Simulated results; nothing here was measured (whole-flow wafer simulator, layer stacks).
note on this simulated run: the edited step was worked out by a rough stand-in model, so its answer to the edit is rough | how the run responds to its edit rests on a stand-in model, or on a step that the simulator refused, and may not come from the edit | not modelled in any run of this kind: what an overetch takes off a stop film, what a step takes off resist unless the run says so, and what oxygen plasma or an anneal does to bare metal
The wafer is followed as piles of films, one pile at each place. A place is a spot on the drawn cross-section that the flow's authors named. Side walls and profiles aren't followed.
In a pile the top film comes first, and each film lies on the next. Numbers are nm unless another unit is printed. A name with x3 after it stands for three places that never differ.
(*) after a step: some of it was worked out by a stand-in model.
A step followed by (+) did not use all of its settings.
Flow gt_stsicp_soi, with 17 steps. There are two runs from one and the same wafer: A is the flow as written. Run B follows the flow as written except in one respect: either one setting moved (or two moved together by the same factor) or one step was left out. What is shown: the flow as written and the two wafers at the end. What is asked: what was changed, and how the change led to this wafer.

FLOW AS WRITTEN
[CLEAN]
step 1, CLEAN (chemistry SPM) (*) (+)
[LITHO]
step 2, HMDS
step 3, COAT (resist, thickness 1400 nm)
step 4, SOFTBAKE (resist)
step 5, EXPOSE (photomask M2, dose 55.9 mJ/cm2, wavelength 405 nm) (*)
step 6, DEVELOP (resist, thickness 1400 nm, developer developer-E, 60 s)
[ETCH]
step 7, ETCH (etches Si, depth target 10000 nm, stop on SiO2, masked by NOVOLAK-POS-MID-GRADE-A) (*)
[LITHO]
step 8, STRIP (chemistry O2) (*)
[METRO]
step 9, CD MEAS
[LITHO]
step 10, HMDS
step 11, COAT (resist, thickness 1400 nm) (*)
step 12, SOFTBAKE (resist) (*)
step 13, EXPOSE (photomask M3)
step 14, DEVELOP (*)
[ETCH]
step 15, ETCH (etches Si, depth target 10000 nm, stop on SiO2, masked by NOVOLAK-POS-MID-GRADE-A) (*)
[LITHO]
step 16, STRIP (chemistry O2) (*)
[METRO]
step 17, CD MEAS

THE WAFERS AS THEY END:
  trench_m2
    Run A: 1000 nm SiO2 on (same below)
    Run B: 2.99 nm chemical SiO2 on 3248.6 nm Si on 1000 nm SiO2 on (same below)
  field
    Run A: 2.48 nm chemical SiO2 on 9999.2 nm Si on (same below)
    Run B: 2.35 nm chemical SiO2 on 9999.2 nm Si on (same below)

What caused this: step 7, ETCH: depth target 6750 nm was run, while the flow as written has depth target 10000 nm.

The path from the change to this, step by step:
  step 7, ETCH (etches Si, depth target 10000 nm, stop on SiO2, masked by NOVOLAK-POS-MID-GRADE-A) (*)
      trench_m2: A chemical SiO2 loses 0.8 (all of it), Si loses 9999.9 (all of it) | B chemical SiO2 loses 0.8 (all of it), Si loses 6750
      field, trench_m3: A resist loses 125 | B resist loses 84.4
  step 8, STRIP (chemistry O2) (*)
      trench_m2: A nothing | B chemical SiO2 gains 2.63 (new film), Si loses 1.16
      field, trench_m3: A resist loses 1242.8 (all of it), chemical SiO2 gains 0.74, Si loses 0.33 | B resist loses 1283.5 (all of it), chemical SiO2 gains 0.75, Si loses 0.33
  step 11, COAT (resist, thickness 1400 nm) (*)
      trench_m2: A resist gains 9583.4 (new film) | B resist gains 6989.7 (new film)
      trench_m3: A resist gains 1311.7 (new film) | B resist gains 1340.4 (new film)
  step 12, SOFTBAKE (resist) (*)
      field: A nothing | B resist gains 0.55
      trench_m2: A nothing | B resist gains 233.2
      (as well as at 1 more place)
  step 14, DEVELOP (*)
      trench_m3: A resist loses 1311.7 (all of it) | B resist loses 1345.3 (all of it)
  step 16, STRIP (chemistry O2) (*)
      trench_m2: A resist loses 9458.4 (all of it) | B resist loses 7097.9 (all of it), chemical SiO2 gains 0.35, Si loses 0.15
